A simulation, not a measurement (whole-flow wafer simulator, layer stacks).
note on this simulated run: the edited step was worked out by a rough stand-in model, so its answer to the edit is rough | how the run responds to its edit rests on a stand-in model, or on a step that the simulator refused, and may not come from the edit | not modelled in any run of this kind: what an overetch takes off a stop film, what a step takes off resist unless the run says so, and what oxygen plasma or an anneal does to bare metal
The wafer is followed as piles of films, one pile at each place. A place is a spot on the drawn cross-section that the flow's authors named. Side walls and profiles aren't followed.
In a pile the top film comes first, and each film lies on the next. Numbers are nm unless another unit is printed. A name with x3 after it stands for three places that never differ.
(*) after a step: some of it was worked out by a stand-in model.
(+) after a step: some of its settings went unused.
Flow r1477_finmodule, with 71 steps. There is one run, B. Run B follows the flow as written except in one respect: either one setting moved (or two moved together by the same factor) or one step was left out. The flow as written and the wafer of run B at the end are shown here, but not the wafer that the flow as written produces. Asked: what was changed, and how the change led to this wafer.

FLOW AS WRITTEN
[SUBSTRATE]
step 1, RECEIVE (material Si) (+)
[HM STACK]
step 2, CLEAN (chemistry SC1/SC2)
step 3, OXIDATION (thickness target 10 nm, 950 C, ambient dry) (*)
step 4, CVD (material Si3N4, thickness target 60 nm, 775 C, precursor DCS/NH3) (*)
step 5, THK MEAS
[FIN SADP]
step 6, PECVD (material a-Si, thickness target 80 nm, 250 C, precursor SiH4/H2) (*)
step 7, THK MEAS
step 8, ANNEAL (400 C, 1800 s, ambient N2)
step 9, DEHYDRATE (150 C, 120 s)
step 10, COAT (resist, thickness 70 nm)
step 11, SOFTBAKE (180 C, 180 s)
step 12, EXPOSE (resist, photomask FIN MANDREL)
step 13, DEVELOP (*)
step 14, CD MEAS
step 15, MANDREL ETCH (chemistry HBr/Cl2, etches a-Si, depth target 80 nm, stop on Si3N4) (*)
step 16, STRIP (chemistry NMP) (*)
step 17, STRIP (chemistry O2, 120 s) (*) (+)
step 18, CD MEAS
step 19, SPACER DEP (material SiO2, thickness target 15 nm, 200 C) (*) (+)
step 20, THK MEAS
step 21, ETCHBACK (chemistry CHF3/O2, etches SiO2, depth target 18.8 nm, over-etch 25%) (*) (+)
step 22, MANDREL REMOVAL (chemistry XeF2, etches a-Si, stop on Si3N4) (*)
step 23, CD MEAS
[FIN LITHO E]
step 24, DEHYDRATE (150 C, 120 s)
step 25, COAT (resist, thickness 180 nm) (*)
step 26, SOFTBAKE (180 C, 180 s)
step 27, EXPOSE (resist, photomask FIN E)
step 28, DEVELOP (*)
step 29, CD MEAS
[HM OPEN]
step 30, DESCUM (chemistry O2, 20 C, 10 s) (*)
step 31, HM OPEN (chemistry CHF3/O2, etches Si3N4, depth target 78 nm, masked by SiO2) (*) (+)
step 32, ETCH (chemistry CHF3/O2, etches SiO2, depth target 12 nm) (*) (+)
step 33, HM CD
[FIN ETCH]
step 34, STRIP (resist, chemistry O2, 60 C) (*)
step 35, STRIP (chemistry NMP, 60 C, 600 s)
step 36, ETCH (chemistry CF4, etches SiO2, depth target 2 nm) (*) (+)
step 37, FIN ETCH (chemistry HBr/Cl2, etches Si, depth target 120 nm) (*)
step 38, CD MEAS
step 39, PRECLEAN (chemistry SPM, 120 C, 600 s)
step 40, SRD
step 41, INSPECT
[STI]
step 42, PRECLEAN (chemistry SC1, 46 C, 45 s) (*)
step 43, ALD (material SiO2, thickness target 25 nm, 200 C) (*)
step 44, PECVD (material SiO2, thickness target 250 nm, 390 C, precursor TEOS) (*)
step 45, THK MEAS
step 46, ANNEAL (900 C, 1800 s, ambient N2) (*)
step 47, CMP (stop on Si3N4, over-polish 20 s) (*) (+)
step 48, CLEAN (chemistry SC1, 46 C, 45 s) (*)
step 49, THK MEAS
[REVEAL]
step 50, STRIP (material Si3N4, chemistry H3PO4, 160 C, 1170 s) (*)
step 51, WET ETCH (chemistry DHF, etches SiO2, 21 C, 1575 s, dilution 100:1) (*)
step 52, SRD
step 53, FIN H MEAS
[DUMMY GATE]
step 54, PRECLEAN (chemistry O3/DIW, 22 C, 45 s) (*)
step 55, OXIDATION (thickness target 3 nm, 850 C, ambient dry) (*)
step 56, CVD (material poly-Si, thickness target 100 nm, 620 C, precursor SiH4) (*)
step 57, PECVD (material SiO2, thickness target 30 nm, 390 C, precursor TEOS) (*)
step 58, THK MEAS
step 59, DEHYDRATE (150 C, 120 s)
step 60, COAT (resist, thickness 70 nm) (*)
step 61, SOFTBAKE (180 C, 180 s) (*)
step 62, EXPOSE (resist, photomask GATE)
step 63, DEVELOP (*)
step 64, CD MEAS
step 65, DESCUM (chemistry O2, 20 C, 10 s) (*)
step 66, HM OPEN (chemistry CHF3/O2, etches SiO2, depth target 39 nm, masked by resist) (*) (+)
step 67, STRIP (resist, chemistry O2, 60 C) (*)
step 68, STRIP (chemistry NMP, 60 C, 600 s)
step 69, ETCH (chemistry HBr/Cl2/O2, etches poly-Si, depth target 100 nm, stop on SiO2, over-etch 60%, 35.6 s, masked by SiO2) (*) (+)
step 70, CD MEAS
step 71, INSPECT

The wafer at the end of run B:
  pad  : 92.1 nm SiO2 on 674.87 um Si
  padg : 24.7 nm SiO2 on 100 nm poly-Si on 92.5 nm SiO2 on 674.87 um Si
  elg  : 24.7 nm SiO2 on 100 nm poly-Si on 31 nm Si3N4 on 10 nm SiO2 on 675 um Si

Cause: step 51, WET ETCH: 1772 s was run, though the flow has 1575 s.

How this came from the change, step by step:
  step 51, WET ETCH (chemistry DHF, etches SiO2, 21 C, 1575 s, dilution 100:1) (*)
      pad, padg, e40sg and 12 more: -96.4 SiO2 (in the flow as written it would be: -85.7 SiO2)
      elg, e40lg, e100lg, e200lg, elo, e40lo, e100lo, e200lo: -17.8 SiO2 (all of it), -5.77 Si3N4 (in the flow as written it would be: -17.8 SiO2 (all of it), -4.97 Si3N4)
      (also at 7 further places)
  step 56, CVD (material poly-Si, thickness target 100 nm, 620 C, precursor SiH4) (*)
      s40cg, s40co: +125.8 poly-Si (new film) (in the flow as written it would be: +113.9 poly-Si (new film))
      s45cg, s45co: +125.8 poly-Si (new film) (in the flow as written it would be: +113.4 poly-Si (new film))
      (also at 3 further places)
  step 60, COAT (resist, thickness 70 nm) (*)
      e40sg, eso, e40so: +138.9 resist (new film) (in the flow as written it would be: +129.5 resist (new film))
      e100sg, e100so: +138.8 resist (new film) (in the flow as written it would be: +129.4 resist (new film))
      (also at 14 further places)
  step 63, DEVELOP (*)
      eso, e40so: -138.9 resist (all of it) (in the flow as written it would be: -129.5 resist (all of it))
      e100so: -138.8 resist (all of it) (in the flow as written it would be: -129.4 resist (all of it))
      (also at 7 further places)
  step 67, STRIP (resist, chemistry O2, 60 C) (*)
      e40sg: -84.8 resist (all of it) (in the flow as written it would be: -75.4 resist (all of it))
      e100sg: -84.7 resist (all of it) (in the flow as written it would be: -75.3 resist (all of it))
      (also at 8 further places)
  step 69, ETCH (chemistry HBr/Cl2/O2, etches poly-Si, depth target 100 nm, stop on SiO2, over-etch 60%, 35.6 s, masked by SiO2) (*) (+)
      s40co: -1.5 chemical SiO2 (all of it), -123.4 poly-Si (all of it), -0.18 SiO2 (in the flow as written it would be: -1.46 chemical SiO2 (all of it), -111.5 poly-Si (all of it), -0.24 SiO2)
      s45co: -1.5 chemical SiO2 (all of it), -123.4 poly-Si (all of it), -0.18 SiO2 (in the flow as written it would be: -1.46 chemical SiO2 (all of it), -110.9 poly-Si (all of it), -0.25 SiO2)
      (also at 1 further place)
